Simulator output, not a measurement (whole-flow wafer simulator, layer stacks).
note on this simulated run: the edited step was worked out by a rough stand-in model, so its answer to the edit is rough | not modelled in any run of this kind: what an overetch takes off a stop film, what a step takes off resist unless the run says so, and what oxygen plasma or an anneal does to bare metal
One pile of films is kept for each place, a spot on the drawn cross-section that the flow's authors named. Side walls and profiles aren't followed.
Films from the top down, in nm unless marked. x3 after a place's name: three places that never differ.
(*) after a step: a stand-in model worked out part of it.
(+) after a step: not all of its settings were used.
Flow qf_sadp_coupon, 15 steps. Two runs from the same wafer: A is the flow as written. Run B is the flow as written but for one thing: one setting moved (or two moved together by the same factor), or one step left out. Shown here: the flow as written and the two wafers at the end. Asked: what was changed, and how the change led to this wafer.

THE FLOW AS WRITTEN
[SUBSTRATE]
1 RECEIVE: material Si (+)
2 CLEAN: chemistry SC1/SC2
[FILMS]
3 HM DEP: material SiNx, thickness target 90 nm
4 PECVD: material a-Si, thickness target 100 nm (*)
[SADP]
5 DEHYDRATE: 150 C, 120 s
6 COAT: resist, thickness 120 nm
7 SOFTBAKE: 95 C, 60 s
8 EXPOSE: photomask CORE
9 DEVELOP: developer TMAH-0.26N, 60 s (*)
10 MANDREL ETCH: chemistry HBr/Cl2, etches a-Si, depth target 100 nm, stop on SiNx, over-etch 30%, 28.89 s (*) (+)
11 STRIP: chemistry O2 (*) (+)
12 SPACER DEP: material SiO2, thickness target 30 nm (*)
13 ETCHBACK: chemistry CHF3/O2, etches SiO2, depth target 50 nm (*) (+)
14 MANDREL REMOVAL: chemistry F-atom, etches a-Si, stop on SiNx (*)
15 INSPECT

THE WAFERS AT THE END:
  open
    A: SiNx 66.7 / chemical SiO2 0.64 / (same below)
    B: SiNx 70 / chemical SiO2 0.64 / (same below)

The cause: step 4, PECVD: thickness target 123.3 nm was run, where the flow has thickness target 100 nm.

How the change led to this, step by step:
  4 PECVD: material a-Si, thickness target 100 nm (*)
      m, open: A a-Si +100 (new film) | B a-Si +123.3 (new film)
  10 MANDREL ETCH: chemistry HBr/Cl2, etches a-Si, depth target 100 nm, stop on SiNx, over-etch 30%, 28.89 s (*) (+)
      open: A a-Si -100 (all of it), SiNx -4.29 | B a-Si -123.3 (all of it), SiNx -0.96
  14 MANDREL REMOVAL: chemistry F-atom, etches a-Si, stop on SiNx (*)
      m: A a-Si -95.8 (all of it) | B a-Si -119.1 (all of it)
